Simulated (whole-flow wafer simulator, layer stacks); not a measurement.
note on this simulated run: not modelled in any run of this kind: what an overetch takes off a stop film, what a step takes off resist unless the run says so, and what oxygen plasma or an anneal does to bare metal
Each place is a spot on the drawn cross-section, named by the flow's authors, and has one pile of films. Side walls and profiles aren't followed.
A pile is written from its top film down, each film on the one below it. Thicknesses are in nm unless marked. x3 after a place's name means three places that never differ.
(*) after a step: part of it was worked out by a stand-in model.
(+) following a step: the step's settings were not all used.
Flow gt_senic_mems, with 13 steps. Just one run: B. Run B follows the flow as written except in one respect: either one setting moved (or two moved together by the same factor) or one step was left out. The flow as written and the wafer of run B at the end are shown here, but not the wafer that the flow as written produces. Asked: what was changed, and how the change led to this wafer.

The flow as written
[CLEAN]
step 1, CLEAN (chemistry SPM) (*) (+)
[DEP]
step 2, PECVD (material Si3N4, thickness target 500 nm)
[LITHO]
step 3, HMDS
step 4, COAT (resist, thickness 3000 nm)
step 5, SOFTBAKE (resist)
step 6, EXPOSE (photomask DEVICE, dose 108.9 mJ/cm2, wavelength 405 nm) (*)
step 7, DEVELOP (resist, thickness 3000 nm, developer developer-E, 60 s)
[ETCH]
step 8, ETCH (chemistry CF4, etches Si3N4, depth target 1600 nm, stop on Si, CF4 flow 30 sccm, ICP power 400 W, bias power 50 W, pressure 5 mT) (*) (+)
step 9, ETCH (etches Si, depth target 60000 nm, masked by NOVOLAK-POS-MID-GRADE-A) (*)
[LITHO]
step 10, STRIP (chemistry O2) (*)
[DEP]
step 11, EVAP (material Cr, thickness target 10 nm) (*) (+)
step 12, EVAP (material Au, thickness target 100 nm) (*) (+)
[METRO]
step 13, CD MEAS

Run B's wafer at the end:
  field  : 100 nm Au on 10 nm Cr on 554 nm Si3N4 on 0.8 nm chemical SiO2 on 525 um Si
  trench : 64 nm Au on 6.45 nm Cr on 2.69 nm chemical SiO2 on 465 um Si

What caused this: step 2, PECVD: thickness target 554 nm was run, while the flow as written has thickness target 500 nm.
One can read it off the wafer: field has Si3N4 554, and step 2 as written asks for 500 nm.

Step by step, how the change led to this:
  step 2, PECVD (material Si3N4, thickness target 500 nm)
      field, trench: +554 Si3N4 (new film) (it would be, as written: +500 Si3N4 (new film))
  step 8, ETCH (chemistry CF4, etches Si3N4, depth target 1600 nm, stop on Si, CF4 flow 30 sccm, ICP power 400 W, bias power 50 W, pressure 5 mT) (*) (+)
      field: -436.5 resist (it would be, as written: -400.5 resist)
      trench: -554 Si3N4 (all of it), -0.8 chemical SiO2 (all of it) (it would be, as written: -500 Si3N4 (all of it), -0.8 chemical SiO2 (all of it))
